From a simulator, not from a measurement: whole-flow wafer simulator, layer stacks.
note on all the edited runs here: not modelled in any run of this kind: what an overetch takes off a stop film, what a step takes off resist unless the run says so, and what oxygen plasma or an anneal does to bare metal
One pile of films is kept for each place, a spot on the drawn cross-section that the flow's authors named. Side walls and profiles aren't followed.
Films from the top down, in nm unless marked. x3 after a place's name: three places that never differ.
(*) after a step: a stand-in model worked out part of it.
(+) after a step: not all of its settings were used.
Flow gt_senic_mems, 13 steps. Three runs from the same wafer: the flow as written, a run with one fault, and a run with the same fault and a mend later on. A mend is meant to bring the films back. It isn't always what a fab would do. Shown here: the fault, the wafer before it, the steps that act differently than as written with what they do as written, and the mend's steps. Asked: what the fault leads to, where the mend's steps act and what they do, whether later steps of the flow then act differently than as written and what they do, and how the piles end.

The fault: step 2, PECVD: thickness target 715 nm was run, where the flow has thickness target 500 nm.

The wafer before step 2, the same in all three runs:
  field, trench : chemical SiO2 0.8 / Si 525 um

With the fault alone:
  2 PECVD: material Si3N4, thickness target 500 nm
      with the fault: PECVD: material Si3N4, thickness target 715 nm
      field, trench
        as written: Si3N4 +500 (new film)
        with the fault: Si3N4 +715 (new film)
  Later steps of the flow that act differently than as written (2 more steps differ only slightly, by at most 2% or 0.5 nm, whichever is larger, and aren't shown):
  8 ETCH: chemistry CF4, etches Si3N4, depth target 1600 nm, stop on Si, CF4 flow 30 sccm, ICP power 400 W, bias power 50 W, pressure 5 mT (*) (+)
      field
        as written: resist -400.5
        with the fault: resist -543.9
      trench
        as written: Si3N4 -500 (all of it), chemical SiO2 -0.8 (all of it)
        with the fault: Si3N4 -715 (all of it), chemical SiO2 -0.8 (all of it)
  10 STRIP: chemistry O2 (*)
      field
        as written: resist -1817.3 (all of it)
        with the fault: resist -1674 (all of it)
  At the end the piles differ from the flow's by more than 2% or 0.5 nm, whichever is larger, at field.
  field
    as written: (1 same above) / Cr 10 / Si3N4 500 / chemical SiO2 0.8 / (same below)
    with the fault: (1 same above) / Cr 10 / Si3N4 715 / chemical SiO2 0.8 / (same below)

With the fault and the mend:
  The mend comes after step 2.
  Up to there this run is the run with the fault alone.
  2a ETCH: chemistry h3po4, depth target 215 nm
      field, trench
        Si3N4 -215
  No later step of the flow acts differently than as written at any place that is followed.
  At the end the piles are the same as the flow's at every place that both follow.
